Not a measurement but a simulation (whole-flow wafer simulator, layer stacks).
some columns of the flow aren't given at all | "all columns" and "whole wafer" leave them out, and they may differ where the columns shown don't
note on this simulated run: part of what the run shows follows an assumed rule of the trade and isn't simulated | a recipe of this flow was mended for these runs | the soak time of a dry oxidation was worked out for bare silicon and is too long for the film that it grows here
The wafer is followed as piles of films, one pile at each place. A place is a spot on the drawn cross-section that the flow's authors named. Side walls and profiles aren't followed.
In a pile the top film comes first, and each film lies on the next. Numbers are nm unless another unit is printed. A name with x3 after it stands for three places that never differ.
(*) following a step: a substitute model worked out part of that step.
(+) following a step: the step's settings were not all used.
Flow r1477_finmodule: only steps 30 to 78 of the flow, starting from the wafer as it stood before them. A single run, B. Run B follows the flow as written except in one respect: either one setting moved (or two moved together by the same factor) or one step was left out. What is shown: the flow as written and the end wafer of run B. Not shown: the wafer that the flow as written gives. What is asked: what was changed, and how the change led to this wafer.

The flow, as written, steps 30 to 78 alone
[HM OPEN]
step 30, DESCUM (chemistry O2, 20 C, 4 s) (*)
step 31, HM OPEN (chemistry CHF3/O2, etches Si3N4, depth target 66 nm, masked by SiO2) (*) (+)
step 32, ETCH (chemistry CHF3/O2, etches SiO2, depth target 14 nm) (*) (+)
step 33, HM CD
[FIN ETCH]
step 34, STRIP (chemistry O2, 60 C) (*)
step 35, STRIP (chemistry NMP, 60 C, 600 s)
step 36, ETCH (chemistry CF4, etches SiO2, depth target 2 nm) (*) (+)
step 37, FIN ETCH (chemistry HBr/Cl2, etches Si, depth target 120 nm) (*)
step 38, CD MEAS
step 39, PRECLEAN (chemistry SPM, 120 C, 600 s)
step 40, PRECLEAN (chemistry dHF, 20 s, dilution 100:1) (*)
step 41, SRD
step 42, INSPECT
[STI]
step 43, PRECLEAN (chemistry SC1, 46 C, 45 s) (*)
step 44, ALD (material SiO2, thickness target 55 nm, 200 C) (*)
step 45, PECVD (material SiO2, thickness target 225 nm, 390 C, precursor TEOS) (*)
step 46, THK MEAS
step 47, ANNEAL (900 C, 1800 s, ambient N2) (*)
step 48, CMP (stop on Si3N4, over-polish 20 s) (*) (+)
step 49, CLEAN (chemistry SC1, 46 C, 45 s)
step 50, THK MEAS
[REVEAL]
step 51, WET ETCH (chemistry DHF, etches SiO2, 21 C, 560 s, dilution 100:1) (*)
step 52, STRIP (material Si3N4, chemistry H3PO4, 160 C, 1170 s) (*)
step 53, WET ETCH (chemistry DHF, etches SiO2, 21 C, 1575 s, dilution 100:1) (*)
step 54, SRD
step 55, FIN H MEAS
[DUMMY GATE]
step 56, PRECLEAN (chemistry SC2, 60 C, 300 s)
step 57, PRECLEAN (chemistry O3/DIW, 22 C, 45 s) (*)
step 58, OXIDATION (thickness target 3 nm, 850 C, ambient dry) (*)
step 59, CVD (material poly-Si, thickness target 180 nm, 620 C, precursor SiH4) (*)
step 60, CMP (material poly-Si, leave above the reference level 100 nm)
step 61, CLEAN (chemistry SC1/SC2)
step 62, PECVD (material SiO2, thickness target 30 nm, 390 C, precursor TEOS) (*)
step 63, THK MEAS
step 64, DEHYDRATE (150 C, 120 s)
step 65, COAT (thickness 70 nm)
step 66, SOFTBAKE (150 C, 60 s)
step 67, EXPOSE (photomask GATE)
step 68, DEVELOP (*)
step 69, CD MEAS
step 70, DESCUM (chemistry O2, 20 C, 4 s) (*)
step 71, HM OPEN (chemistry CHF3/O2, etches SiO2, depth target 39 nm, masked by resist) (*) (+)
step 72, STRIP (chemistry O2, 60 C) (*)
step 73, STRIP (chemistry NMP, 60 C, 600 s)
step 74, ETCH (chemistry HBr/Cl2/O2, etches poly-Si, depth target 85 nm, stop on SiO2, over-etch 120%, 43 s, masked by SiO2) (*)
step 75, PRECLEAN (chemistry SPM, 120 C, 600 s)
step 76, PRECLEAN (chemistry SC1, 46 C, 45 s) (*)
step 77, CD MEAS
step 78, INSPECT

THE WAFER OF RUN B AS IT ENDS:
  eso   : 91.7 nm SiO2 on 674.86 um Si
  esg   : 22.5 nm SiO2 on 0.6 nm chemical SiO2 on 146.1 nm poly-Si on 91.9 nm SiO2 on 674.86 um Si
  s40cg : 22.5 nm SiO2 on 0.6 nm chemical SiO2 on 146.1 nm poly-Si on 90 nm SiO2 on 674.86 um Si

Cause: step 31, HM OPEN: depth target 98.2 nm was run, though the flow has depth target 66 nm.

How this came from the change, step by step:
  step 31, HM OPEN (chemistry CHF3/O2, etches Si3N4, depth target 66 nm, masked by SiO2) (*) (+)
      pad, padg, esg and 13 more: -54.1 Si3N4 (all of it), -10 SiO2 (all of it), -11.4 Si (as written it would have been: -54.1 Si3N4 (all of it), -5.95 SiO2)
      s40cg, s45cg, s50cg, s40co, s45co, s50co: -60 Si3N4 (all of it), -10 SiO2 (all of it), -9.4 Si (as written it would have been: -60 Si3N4 (all of it), -3 SiO2)
      (and at 14 other places as well)
  step 32, ETCH (chemistry CHF3/O2, etches SiO2, depth target 14 nm) (*) (+)
      pad, padg: -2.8 Si (as written it would have been: -4.05 SiO2 (all of it), -1.99 Si)
      esg, eso: -2.39 Si (as written it would have been: -4.05 SiO2 (all of it), -1.99 Si)
      (and at 18 other places as well)
  step 34, STRIP (chemistry O2, 60 C) (*)
      elg, e40lg, e100lg, e200lg, elo, e40lo, e100lo, e200lo: -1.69 e-beam-resist (all of it) (as written it would have been: -33.9 e-beam-resist (all of it))
  step 44, ALD (material SiO2, thickness target 55 nm, 200 C) (*)
      s40cg, s45cg, s40co, s45co: +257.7 SiO2 (new film) (as written it would have been: +263.2 SiO2 (new film))
      esg, eso: +235.2 SiO2 (new film) (as written it would have been: +223.2 SiO2 (new film))
      (and at 8 other places as well)
  step 48, CMP (stop on Si3N4, over-polish 20 s) (*) (+)
      s40cg, s40sg, s45cg and 9 more: -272 SiO2 (as written it would have been: -288.1 SiO2)
      s40sg_line, s45sg_line, s50sg_line, s40so_line, s45so_line, s50so_line: -270.9 SiO2 (all of it), -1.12 Si3N4 (as written it would have been: -287 SiO2 (all of it), -1.12 Si3N4)
      (and at 2 other places as well)
